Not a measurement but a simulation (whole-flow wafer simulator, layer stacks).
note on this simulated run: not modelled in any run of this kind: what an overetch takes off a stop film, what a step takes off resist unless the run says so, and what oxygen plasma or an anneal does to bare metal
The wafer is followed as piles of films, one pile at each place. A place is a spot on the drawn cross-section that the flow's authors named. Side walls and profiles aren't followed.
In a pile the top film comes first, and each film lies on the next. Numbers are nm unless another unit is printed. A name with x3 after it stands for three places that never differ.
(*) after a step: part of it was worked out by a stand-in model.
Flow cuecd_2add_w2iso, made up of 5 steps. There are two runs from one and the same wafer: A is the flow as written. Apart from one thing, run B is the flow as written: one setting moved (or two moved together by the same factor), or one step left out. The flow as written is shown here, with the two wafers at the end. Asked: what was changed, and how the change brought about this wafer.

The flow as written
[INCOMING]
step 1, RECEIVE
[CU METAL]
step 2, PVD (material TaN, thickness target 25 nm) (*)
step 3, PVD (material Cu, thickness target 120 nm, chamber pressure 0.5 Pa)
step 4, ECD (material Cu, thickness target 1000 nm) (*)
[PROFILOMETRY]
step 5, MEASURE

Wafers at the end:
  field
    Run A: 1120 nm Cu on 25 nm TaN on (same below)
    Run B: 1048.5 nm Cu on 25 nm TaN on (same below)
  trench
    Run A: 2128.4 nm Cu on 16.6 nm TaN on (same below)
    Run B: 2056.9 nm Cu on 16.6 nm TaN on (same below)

What caused this: step 3, PVD: thickness target 48.5 nm was run, though the flow has thickness target 120 nm.

How this came from the change, step by step:
  step 3, PVD (material Cu, thickness target 120 nm, chamber pressure 0.5 Pa)
      field: A Cu gains 120 (new film) | B Cu gains 48.5 (new film)
      trench: A Cu gains 80.8 (new film) | B Cu gains 32.8 (new film)
